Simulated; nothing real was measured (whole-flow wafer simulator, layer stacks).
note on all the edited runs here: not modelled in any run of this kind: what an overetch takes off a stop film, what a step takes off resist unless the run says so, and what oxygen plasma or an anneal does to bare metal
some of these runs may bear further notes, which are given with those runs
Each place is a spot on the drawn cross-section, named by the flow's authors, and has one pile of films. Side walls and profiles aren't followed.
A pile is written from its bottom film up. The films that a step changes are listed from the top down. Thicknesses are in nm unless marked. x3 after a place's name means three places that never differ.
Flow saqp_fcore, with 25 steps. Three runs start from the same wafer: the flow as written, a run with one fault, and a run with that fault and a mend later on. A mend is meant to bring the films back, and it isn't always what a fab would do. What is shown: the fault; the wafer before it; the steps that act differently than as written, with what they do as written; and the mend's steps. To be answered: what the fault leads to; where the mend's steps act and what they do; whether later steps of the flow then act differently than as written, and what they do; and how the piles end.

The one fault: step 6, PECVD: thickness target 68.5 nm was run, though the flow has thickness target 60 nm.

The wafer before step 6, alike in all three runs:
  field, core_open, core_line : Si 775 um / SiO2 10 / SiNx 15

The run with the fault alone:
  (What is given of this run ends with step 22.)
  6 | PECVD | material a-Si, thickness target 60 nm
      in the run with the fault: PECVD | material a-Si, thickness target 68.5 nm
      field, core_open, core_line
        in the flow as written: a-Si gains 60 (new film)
        in the run with the fault: a-Si gains 68.5 (new film)
  Later steps of the flow up to step 22 that are run all act as written at every place that is followed.
  The piles after step 22 differ from the flow's at field, core_open, core_line by more than 2% or 0.5 nm, whichever is larger.
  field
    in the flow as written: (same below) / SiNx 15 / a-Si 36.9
    in the run with the fault: (same below) / SiNx 15 / a-Si 45.4
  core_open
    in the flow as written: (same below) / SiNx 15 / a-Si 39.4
    in the run with the fault: (same below) / SiNx 15 / a-Si 47.9
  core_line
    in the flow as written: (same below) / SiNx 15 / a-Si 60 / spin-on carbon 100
    in the run with the fault: (same below) / SiNx 15 / a-Si 68.5 / spin-on carbon 100

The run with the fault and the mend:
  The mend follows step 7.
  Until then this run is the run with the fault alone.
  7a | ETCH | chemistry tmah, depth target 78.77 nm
      field, core_open, core_line
        a-Si loses 68.5 (all of it)
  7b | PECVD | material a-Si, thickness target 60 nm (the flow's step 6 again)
      field, core_open, core_line
        a-Si gains 60 (new film)
  Later steps of the flow that are run all act as written at every place that is followed.
  At every place that both follow, the piles at the end match the flow's.
